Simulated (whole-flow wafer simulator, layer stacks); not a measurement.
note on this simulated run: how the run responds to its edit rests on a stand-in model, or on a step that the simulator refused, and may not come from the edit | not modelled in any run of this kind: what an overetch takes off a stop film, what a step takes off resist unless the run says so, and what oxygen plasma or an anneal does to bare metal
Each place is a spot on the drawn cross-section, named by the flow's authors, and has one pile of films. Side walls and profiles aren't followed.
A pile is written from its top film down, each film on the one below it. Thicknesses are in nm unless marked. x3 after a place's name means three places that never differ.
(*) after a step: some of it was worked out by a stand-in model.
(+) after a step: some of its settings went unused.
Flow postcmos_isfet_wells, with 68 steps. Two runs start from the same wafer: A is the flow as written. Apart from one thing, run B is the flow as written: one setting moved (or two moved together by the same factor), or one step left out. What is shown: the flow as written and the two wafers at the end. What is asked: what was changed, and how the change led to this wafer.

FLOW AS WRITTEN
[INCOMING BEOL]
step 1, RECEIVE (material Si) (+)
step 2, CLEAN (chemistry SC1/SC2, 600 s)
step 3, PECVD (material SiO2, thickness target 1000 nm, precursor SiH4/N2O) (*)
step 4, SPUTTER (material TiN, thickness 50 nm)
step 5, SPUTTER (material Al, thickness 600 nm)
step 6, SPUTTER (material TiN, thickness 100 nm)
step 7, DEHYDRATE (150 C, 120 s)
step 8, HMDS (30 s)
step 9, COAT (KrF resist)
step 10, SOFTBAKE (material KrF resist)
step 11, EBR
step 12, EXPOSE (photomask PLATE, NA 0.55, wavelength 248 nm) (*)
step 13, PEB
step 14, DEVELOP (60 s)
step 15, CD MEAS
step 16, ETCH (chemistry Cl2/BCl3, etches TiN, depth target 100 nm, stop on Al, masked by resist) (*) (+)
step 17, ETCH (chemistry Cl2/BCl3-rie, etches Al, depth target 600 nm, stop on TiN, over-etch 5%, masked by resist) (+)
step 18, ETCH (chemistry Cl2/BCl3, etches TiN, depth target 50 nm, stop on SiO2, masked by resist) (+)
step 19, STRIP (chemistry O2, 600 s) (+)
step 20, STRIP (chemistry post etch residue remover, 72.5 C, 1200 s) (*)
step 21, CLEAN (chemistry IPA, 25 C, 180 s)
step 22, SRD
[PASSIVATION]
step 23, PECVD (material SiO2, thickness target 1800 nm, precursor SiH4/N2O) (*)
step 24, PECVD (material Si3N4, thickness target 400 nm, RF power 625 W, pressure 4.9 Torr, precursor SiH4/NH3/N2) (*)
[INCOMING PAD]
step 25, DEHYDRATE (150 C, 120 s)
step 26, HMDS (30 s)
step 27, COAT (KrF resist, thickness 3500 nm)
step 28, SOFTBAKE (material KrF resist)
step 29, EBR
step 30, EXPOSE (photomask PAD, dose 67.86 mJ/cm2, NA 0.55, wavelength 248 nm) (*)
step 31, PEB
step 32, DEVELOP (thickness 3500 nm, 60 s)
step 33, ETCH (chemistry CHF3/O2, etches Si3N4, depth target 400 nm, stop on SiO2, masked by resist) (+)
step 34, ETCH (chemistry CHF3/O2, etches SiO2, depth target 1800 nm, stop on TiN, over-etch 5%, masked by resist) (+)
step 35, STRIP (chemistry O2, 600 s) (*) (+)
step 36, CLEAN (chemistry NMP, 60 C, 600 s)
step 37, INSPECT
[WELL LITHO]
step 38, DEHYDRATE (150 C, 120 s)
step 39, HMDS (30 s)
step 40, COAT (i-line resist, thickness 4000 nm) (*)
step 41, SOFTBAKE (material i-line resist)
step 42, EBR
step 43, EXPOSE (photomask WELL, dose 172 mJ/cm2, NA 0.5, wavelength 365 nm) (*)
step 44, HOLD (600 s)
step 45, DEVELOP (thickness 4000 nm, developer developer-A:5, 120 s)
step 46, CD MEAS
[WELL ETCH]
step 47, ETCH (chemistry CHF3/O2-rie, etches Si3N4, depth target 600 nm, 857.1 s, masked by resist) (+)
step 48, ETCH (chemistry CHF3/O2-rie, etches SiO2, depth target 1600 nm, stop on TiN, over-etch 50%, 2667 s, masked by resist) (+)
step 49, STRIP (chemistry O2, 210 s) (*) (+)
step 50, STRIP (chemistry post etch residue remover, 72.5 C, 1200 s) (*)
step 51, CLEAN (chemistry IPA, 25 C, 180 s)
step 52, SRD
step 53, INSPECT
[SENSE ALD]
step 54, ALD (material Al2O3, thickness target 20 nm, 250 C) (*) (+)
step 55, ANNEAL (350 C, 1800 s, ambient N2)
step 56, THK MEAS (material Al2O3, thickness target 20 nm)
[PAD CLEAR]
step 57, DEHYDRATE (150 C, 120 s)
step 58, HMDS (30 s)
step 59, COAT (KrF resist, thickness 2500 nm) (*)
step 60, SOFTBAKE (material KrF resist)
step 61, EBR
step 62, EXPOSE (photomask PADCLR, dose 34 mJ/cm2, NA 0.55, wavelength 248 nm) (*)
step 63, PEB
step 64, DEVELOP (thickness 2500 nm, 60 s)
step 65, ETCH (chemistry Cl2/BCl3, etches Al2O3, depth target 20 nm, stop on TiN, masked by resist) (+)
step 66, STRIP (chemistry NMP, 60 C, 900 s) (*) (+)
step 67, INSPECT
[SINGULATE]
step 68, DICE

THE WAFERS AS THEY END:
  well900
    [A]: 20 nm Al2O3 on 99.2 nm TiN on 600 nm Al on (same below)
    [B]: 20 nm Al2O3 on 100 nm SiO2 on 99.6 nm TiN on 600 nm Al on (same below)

Cause: step 48, ETCH: depth target 1000 nm was run, whereas the flow has depth target 1600 nm.

Step by step, how the change led to this:
  step 48, ETCH (chemistry CHF3/O2-rie, etches SiO2, depth target 1600 nm, stop on TiN, over-etch 50%, 2667 s, masked by resist) (+)
      well900, well1300 x3: A SiO2 loses 1600 (all of it) | B SiO2 loses 1500
      field, margin, pad_rim, pad_clr, pad_open: A i-line resist loses 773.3 | B i-line resist loses 483.3
  step 49, STRIP (chemistry O2, 210 s) (*) (+)
      field, margin, pad_rim: A i-line resist loses 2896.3 (all of it) | B i-line resist loses 3186.3 (all of it)
      pad_clr: A i-line resist loses 1996.5 (all of it) | B i-line resist loses 2286.5 (all of it)
      (and at 1 other place as well)
  step 59, COAT (KrF resist, thickness 2500 nm) (*)
      field: A KrF resist gains 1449 (new film) | B KrF resist gains 1497 (new film)
      margin: A KrF resist gains 1448.9 (new film) | B KrF resist gains 1496.9 (new film)
  step 66, STRIP (chemistry NMP, 60 C, 900 s) (*) (+)
      field: A KrF resist loses 1400.1 (all of it) | B KrF resist loses 1447.8 (all of it)
      margin: A KrF resist loses 1400.1 (all of it) | B KrF resist loses 1447.7 (all of it)
